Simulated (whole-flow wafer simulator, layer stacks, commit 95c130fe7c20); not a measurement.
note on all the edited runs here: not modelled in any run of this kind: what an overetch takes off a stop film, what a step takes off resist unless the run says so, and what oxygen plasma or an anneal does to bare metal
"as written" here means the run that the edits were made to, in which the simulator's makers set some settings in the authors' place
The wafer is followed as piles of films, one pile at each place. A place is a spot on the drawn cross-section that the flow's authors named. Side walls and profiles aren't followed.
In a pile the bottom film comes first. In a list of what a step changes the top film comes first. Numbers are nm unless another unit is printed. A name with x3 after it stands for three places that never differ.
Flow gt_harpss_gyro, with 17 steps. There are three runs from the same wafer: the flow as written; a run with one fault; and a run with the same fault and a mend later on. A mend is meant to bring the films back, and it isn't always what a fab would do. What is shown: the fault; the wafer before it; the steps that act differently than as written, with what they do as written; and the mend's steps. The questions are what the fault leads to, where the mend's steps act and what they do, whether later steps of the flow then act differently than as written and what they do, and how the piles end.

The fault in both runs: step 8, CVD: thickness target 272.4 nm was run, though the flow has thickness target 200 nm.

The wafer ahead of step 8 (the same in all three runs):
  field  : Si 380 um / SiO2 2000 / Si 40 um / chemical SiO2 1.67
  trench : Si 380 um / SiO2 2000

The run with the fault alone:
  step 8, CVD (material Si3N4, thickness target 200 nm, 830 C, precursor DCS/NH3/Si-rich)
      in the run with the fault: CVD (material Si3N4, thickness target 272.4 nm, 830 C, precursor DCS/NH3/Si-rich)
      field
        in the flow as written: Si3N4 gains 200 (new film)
        in the run with the fault: Si3N4 gains 272.4 (new film)
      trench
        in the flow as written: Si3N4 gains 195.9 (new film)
        in the run with the fault: Si3N4 gains 266.5 (new film)
  Later steps of the flow that are run all act as written at every place that is followed.
  At field, trench, the piles at the end differ from the flow's by more than 2% or 0.5 nm, whichever is larger.
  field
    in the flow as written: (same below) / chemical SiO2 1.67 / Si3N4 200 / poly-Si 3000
    in the run with the fault: (same below) / chemical SiO2 1.67 / Si3N4 272.4 / poly-Si 3000
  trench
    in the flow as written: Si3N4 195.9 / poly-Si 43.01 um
    in the run with the fault: Si3N4 266.5 / poly-Si 43.01 um

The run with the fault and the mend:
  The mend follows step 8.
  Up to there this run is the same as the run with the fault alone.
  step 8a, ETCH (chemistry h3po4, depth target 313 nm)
      field
        Si3N4 loses 272.4 (all of it)
      trench
        Si3N4 loses 266.5 (all of it)
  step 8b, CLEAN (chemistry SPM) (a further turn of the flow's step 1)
      leaves every film unchanged at each place that is followed
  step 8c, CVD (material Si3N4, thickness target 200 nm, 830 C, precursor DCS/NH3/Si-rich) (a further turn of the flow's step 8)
      field
        Si3N4 gains 200 (new film)
      trench
        Si3N4 gains 195.9 (new film)
  Later steps of the flow that are run all act as written at every place that is followed.
  The piles end the same as the flow's at every place that both follow.
